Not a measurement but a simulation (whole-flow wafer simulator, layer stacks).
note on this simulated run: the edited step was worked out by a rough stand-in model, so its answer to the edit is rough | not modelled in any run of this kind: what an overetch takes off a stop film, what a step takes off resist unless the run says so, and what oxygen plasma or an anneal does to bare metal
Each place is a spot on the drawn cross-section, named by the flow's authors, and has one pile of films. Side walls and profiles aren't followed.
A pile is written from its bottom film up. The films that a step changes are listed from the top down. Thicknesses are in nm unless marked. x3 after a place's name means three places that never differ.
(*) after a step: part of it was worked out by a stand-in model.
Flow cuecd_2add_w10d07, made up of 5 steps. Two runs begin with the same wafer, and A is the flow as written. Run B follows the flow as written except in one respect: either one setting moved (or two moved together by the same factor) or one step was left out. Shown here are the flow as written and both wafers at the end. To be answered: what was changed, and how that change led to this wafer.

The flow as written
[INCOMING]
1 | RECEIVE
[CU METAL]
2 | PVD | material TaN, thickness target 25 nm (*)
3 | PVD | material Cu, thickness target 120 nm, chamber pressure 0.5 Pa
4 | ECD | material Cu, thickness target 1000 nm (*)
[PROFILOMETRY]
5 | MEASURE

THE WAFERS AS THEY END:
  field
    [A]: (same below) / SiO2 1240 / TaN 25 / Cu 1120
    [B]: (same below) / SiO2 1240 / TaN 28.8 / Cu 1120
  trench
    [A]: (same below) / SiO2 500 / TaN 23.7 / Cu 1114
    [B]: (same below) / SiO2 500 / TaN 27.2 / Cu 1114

The reason: step 2, PVD: thickness target 28.8 nm was run, whereas the flow has thickness target 25 nm.
The wafer itself shows it: field has TaN 28.8, and step 2 as written asks for 25 nm.

Step by step, how the change led to this:
  2 | PVD | material TaN, thickness target 25 nm (*)
      field: A +25 TaN (new film) | B +28.8 TaN (new film)
      trench: A +23.7 TaN (new film) | B +27.2 TaN (new film)
